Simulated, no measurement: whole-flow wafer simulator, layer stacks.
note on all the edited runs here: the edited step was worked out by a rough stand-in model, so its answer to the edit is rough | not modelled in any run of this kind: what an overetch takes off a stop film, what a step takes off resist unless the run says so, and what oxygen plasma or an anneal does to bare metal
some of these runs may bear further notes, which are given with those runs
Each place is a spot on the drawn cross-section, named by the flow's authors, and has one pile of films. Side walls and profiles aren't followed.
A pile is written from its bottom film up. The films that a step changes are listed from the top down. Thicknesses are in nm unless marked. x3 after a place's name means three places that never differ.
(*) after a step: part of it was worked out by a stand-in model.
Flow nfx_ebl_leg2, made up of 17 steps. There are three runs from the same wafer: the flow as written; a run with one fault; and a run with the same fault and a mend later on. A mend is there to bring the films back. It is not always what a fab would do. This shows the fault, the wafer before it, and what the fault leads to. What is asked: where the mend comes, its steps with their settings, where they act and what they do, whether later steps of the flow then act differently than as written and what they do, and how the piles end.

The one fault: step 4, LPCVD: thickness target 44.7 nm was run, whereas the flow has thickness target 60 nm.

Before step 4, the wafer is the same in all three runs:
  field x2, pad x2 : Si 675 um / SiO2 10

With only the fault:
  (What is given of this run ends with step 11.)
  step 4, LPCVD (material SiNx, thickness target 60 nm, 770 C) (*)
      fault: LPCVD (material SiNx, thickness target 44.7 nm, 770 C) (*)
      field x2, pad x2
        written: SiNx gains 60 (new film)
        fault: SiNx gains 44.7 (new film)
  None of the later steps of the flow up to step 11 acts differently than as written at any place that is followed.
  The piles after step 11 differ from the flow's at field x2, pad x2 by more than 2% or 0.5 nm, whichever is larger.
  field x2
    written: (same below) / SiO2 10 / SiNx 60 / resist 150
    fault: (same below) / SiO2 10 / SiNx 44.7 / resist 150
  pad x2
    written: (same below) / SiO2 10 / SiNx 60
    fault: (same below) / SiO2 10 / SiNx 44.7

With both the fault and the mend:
  The mend stands after step 5.
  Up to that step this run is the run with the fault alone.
  step 5a, ETCH (chemistry h3po4, depth target 51.41 nm)
      field x2, pad x2
        SiNx loses 44.7 (all of it)
  step 5b, CLEAN (chemistry SC1/SC2) (a further turn of the flow's step 2)
      does not change any film at any place that is followed
  step 5c, LPCVD (material SiNx, thickness target 60 nm, 770 C) (*) (a further turn of the flow's step 4)
      field x2, pad x2
        SiNx gains 60 (new film)
  None of the later steps of the flow acts differently than as written at any place that is followed.
  At every place that both follow, the piles at the end match the flow's.
